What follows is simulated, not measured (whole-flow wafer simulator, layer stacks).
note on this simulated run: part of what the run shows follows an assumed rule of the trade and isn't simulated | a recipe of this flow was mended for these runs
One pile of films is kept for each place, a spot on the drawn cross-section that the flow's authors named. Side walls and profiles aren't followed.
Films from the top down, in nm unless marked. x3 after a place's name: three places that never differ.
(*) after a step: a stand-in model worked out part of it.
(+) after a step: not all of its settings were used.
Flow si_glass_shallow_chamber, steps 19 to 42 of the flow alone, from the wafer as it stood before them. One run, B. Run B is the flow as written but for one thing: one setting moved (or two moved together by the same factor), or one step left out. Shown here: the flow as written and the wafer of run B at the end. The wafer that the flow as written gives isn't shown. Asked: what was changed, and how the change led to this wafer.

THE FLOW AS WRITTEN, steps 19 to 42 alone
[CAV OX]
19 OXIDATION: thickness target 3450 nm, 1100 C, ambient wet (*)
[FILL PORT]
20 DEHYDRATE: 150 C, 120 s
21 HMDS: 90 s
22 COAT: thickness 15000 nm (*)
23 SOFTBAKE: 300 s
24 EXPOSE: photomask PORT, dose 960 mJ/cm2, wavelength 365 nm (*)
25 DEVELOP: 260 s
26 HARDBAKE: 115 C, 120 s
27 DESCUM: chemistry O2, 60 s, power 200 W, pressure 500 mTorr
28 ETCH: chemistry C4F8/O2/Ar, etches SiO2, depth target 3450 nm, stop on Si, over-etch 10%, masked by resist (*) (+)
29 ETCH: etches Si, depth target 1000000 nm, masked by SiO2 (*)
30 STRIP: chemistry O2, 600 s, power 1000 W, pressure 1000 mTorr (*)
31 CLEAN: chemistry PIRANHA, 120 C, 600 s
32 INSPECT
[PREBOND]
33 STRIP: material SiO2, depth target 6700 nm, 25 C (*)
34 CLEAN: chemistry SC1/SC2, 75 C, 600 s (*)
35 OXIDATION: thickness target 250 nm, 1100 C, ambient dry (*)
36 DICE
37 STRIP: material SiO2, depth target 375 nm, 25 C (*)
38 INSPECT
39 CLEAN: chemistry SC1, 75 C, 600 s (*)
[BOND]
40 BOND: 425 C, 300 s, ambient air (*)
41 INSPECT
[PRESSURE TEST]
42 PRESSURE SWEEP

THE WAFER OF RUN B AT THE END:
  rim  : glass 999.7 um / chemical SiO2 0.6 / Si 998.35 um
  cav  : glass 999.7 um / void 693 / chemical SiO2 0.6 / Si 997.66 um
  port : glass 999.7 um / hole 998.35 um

The cause: step 19, OXIDATION: 935 C was run, where the flow has 1100 C.

How the change led to this, step by step:
  19 OXIDATION: thickness target 3450 nm, 1100 C, ambient wet (*)
      rim, ramp, septum, ring: SiO2 +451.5, Si -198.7 (as written it would be: SiO2 +1110.9, Si -488.8)
      cav, port: SiO2 +1874.8 (new film), chemical SiO2 -0.6 (all of it), Si -824.6 (as written it would be: SiO2 +3450 (new film), chemical SiO2 -0.6 (all of it), Si -1517.7)
  22 COAT: thickness 15000 nm (*)
      rim: thick-i-line-resist +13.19 um (new film) (as written it would be: thick-i-line-resist +13.4 um (new film))
      ramp: thick-i-line-resist +12.61 um (new film) (as written it would be: thick-i-line-resist +12.89 um (new film))
      (and at 4 more places)
  23 SOFTBAKE: 300 s
      rim: thick-i-line-resist -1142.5 (as written it would be: thick-i-line-resist -997)
      ramp: thick-i-line-resist -564.9 (as written it would be: thick-i-line-resist -487.1)
      (and at 4 more places)
  25 DEVELOP: 260 s
      port: thick-i-line-resist -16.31 um (all of it) (as written it would be: thick-i-line-resist -16.16 um (all of it))
  26 HARDBAKE: 115 C, 120 s
      rim, ramp: thick-i-line-resist -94 (as written it would be: thick-i-line-resist -98.2)
  28 ETCH: chemistry C4F8/O2/Ar, etches SiO2, depth target 3450 nm, stop on Si, over-etch 10%, masked by resist (*) (+)
      rim, ramp, cav, septum, ring: thick-i-line-resist -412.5 (as written it would be: thick-i-line-resist -759)
      port: SiO2 -1874.8 (all of it), Si -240 (as written it would be: SiO2 -3450 (all of it), Si -43.1)
  29 ETCH: etches Si, depth target 1000000 nm, masked by SiO2 (*)
      port: hole +997.54 um (new film), Si -997.54 um (all of it) (as written it would be: hole +997.05 um (new film), Si -997.05 um (all of it))
      septum: thick-i-line-resist -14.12 um (all of it), SiO2 -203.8 (as written it would be: thick-i-line-resist -13.81 um (all of it), SiO2 -372.7)
      (and at 1 more place)
  30 STRIP: chemistry O2, 600 s, power 1000 W, pressure 1000 mTorr (*)
      cav: thick-i-line-resist -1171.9 (all of it) (as written it would be: thick-i-line-resist -669.6 (all of it))
  33 STRIP: material SiO2, depth target 6700 nm, 25 C (*)
      rim, ramp: SiO2 -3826 (all of it) (as written it would be: SiO2 -4487.5 (all of it))
      cav: SiO2 -1874.8 (all of it) (as written it would be: SiO2 -3450 (all of it))
      (and at 2 more places)
  40 BOND: 425 C, 300 s, ambient air (*)
      cav: glass +999.7 um (new film), void +693 (new film) (as written it would be: glass +999.7 um (new film), void +1095.9 (new film))
      port: glass +999.7 um (new film), hole +811.2 (as written it would be: glass +999.7 um (new film), hole +1017.3)
